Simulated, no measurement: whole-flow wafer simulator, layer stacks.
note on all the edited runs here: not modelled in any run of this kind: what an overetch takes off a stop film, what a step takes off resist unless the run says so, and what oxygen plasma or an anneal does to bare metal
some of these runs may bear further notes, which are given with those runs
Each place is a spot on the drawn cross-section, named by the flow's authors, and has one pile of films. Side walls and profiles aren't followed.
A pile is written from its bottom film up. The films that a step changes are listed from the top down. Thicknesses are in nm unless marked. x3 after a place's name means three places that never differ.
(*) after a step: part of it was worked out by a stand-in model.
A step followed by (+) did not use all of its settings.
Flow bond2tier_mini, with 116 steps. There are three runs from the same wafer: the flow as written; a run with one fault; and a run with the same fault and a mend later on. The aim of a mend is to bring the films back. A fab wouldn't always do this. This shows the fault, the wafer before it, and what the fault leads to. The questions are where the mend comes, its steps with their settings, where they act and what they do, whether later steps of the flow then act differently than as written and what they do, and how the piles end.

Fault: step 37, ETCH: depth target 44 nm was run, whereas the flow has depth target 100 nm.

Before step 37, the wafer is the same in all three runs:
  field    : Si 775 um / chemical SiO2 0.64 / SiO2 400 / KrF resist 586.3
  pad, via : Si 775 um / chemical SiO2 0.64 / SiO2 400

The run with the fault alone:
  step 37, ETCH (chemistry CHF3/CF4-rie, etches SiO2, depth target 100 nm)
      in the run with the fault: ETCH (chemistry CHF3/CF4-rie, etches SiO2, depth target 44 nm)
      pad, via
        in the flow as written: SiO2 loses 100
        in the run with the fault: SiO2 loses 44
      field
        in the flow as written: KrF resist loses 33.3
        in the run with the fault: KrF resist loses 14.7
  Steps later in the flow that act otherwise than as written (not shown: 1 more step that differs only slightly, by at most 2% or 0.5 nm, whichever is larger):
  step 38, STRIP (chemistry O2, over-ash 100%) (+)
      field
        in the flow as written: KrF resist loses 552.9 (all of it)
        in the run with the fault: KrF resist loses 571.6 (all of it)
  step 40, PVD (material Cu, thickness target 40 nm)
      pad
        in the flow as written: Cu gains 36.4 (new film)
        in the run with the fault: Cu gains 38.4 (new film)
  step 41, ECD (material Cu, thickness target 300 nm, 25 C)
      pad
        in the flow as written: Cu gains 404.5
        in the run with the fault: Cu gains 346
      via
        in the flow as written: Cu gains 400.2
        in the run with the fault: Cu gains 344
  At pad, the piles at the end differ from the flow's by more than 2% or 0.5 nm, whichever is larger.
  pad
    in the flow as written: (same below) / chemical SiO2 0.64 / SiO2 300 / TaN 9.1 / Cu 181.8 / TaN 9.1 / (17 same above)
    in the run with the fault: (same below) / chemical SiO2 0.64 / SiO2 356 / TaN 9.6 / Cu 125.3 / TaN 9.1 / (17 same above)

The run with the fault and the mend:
  The mend stands after step 38.
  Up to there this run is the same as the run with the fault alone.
  step 38a, COAT (KrF resist, thickness 600 nm) (*) (the flow's step 32, run once more)
      field
        KrF resist gains 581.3 (new film)
      pad
        KrF resist gains 619.5 (new film)
      via
        KrF resist gains 617.1 (new film)
  step 38b, SOFTBAKE (KrF resist) (the flow's step 33, run once more)
      alters no film at any place that is followed
  step 38c, EXPOSE (photomask APAD, NA 0.6) (the flow's step 34, run once more)
      alters no film at any place that is followed
  step 38d, PEB (KrF resist) (the flow's step 35, run once more)
      alters no film at any place that is followed
  step 38e, DEVELOP (developer TMAH-0.26N, 60 s) (the flow's step 36, run once more)
      field
        KrF resist loses 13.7
      pad
        KrF resist loses 619.5 (all of it)
      via
        KrF resist loses 617.1 (all of it)
  step 38f, ETCH (chemistry CHF3/CF4-rie, etches SiO2, depth target 56 nm) (the flow's step 37, run once more with other settings)
      pad, via
        SiO2 loses 56
      field
        KrF resist loses 18.7
  step 38g, STRIP (chemistry O2, over-ash 100%) (+) (the flow's step 38, run once more)
      field
        KrF resist loses 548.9 (all of it)
  Later steps of the flow that are run all act as written at every place that is followed.
  The piles end the same as the flow's at every place that both follow.
